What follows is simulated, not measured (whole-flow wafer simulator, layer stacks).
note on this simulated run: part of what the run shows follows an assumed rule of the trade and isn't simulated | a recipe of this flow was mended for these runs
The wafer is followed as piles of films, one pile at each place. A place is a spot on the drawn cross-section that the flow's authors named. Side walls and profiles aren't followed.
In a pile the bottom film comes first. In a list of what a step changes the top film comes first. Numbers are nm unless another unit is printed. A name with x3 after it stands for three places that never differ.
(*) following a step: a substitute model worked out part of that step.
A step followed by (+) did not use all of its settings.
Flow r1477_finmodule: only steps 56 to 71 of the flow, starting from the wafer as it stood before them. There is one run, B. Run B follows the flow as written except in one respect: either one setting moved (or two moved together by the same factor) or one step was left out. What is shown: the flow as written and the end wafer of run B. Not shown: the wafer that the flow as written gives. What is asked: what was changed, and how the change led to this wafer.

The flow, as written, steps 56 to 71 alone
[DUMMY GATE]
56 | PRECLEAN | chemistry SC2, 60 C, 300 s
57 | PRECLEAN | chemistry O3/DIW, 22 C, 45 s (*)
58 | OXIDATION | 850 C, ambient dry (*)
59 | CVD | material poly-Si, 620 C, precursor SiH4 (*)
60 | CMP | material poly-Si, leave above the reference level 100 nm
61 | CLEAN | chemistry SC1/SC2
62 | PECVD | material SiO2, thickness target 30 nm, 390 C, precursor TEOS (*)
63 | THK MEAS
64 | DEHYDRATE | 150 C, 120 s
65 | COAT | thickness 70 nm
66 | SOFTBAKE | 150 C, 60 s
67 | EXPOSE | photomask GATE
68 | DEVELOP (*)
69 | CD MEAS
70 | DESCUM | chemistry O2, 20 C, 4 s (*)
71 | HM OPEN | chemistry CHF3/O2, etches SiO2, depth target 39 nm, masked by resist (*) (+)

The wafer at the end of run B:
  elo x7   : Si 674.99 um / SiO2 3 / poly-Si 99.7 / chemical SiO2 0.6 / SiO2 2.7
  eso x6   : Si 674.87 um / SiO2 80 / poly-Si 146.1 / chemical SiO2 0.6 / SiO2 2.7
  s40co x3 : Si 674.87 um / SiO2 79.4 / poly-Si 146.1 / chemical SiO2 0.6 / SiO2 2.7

The reason: step 71, HM OPEN: depth target 27.3 nm was run, while the flow as written has depth target 39 nm.

The path from the change to this, step by step:
  71 | HM OPEN | chemistry CHF3/O2, etches SiO2, depth target 39 nm, masked by resist (*) (+)
      pad, elo x7, eso x6, e200so, s40co x3: SiO2 loses 27.3 (in the flow as written it would be: SiO2 loses 30 (all of it), chemical SiO2 loses 0.6 (all of it), poly-Si loses 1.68)
      padg, elg x7, esg x6, e200sg, s40cg x3: e-beam-resist loses 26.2 (in the flow as written it would be: e-beam-resist loses 37.4)
